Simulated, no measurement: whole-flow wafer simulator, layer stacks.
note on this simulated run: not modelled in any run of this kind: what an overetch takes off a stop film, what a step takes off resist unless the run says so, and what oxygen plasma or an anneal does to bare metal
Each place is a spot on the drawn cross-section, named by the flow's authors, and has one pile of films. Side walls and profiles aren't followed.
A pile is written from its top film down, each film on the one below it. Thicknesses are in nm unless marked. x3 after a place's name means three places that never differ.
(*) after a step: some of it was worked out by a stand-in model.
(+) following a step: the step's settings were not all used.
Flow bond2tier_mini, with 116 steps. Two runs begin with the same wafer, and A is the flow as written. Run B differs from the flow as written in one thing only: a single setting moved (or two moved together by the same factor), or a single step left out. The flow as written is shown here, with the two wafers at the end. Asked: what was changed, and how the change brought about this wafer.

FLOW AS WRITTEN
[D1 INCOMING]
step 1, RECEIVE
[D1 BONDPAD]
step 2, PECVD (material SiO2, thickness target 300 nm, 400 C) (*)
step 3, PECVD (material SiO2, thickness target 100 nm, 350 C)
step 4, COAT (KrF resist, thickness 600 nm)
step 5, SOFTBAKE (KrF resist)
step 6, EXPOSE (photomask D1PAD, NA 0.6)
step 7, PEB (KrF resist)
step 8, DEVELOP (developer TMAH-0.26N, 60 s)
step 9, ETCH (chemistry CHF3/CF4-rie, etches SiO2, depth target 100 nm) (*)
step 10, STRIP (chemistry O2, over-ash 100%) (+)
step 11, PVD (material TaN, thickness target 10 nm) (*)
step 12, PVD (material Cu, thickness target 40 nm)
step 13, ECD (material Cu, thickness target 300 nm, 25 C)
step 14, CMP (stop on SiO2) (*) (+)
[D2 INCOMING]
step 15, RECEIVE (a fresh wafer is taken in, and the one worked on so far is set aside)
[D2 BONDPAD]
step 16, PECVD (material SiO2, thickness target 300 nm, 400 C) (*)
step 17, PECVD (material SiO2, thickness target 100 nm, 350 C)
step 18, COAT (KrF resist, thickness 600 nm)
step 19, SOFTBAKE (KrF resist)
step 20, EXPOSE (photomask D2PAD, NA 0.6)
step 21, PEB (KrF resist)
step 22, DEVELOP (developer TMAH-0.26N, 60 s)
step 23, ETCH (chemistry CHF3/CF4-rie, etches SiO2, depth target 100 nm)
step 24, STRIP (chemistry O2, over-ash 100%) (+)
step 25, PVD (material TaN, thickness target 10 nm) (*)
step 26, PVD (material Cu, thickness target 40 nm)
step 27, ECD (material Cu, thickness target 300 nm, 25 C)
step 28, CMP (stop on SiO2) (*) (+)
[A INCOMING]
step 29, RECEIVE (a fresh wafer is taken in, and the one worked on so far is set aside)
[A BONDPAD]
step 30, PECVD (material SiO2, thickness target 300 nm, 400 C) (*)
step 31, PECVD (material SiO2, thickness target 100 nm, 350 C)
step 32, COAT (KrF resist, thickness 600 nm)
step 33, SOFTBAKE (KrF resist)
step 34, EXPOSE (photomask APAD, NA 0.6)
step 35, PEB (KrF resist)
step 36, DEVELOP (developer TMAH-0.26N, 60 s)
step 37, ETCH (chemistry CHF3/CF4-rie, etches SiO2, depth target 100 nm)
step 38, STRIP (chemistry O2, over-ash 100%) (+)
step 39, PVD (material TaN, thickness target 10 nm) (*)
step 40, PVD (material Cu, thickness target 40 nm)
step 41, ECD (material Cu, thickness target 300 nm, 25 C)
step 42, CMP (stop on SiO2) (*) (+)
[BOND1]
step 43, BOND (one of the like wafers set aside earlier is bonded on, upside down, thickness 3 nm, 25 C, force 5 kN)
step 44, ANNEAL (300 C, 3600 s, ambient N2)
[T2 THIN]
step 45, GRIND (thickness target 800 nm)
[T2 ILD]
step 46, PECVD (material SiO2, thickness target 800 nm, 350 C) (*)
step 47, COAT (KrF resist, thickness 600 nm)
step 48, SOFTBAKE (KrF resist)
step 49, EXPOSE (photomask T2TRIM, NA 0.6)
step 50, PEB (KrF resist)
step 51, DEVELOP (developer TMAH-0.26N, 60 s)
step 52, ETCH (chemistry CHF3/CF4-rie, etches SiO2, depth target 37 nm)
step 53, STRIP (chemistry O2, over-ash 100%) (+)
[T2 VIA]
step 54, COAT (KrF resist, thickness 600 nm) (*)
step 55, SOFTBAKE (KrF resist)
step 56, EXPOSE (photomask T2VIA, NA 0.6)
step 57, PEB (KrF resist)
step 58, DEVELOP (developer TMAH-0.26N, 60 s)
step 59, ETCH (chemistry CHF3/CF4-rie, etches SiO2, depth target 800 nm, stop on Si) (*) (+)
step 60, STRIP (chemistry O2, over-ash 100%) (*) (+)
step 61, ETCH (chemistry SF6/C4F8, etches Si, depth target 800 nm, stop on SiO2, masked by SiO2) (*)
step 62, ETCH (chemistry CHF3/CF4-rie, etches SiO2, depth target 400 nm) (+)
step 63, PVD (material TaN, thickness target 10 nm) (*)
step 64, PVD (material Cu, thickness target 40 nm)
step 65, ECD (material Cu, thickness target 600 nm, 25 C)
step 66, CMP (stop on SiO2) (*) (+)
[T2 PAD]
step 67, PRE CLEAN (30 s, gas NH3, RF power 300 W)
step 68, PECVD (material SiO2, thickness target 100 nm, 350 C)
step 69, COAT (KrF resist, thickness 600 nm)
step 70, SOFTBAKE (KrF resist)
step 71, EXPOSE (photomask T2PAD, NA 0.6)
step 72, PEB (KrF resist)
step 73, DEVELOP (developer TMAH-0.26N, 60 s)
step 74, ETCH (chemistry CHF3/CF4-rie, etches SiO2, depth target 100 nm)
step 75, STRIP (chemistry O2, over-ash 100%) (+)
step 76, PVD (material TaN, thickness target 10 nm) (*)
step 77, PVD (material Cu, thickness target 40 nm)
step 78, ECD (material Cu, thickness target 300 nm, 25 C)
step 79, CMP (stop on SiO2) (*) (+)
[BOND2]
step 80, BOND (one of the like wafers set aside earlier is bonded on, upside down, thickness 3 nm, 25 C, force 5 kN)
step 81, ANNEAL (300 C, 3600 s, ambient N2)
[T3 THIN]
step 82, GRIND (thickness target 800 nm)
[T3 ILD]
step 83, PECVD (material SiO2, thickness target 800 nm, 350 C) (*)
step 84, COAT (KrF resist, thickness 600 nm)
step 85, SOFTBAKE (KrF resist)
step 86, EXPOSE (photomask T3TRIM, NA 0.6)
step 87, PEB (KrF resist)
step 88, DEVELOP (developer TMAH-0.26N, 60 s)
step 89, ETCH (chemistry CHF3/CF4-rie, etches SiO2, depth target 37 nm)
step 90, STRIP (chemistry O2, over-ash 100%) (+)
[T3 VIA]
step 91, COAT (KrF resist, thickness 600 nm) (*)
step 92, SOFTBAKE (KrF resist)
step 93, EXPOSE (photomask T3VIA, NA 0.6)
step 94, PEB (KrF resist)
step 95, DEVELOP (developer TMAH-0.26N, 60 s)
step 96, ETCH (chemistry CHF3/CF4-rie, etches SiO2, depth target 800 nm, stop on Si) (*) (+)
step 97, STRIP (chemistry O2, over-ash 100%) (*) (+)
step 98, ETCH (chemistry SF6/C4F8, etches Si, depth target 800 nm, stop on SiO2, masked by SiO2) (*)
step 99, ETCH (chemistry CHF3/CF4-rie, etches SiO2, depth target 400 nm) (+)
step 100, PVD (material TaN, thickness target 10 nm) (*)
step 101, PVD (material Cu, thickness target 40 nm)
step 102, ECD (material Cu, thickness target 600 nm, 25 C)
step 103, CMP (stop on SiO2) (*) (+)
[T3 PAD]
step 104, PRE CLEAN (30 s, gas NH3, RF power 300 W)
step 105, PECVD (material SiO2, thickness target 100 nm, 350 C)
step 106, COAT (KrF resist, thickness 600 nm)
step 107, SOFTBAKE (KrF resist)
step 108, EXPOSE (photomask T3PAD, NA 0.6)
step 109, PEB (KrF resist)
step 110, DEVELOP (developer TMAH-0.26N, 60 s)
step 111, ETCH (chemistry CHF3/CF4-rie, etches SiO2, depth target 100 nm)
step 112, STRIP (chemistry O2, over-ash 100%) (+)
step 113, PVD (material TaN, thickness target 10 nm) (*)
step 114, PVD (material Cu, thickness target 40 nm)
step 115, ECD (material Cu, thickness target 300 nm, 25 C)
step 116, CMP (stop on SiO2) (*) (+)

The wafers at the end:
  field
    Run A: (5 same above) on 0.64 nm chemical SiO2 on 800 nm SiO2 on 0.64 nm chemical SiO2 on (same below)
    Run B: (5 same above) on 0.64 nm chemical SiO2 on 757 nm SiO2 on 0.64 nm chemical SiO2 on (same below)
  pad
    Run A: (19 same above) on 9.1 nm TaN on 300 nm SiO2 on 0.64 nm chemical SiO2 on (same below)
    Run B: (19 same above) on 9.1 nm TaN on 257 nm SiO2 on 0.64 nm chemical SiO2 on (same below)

The reason: step 31, PECVD: thickness target 57 nm was run, while the flow as written has thickness target 100 nm.

Step by step, how the change led to this:
  step 31, PECVD (material SiO2, thickness target 100 nm, 350 C)
      field, pad, via: A SiO2 gains 100 | B SiO2 gains 57
